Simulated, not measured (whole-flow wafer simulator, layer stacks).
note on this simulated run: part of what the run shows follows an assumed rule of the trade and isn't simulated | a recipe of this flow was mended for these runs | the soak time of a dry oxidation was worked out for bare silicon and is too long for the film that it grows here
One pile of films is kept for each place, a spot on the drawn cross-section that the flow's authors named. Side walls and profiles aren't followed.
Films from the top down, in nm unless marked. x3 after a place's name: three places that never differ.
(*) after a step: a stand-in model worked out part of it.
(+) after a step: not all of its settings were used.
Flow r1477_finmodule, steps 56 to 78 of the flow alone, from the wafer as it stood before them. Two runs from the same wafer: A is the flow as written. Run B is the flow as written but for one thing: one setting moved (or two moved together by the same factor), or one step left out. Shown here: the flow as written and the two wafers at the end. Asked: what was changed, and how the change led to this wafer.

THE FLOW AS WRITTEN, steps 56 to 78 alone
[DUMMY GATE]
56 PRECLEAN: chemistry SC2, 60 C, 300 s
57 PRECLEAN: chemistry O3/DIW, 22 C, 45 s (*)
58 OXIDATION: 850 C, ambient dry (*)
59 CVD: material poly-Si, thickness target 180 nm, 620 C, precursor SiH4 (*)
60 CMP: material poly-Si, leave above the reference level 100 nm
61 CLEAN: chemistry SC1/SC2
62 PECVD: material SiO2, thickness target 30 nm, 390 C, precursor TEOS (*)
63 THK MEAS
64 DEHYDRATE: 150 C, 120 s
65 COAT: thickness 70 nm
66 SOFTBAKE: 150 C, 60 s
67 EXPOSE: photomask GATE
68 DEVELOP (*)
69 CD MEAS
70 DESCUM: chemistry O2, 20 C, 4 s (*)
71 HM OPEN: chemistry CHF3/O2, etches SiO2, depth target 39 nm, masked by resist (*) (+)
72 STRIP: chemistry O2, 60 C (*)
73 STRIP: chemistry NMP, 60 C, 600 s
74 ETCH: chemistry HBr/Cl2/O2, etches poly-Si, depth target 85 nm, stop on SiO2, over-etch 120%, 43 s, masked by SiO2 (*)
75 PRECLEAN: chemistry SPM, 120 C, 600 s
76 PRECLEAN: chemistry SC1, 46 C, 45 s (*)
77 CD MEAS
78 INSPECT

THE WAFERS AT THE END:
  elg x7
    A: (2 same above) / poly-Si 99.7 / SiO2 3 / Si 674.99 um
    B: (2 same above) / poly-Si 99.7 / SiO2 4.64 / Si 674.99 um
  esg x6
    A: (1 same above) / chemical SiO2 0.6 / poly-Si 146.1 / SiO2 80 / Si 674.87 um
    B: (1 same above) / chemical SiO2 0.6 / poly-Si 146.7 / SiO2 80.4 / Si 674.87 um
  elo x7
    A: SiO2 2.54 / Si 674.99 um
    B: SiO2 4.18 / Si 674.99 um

The cause: step 58, OXIDATION: 885 C was run, where the flow has 850 C.

How the change led to this, step by step:
  58 OXIDATION: 850 C, ambient dry (*)
      elg x7, elo x7: A SiO2 +3 (new film), chemical SiO2 -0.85 (all of it), Si -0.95 | B SiO2 +4.64 (new film), chemical SiO2 -0.85 (all of it), Si -1.67
  60 CMP: material poly-Si, leave above the reference level 100 nm
      pad, padg: A poly-Si -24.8 | B poly-Si -24.1
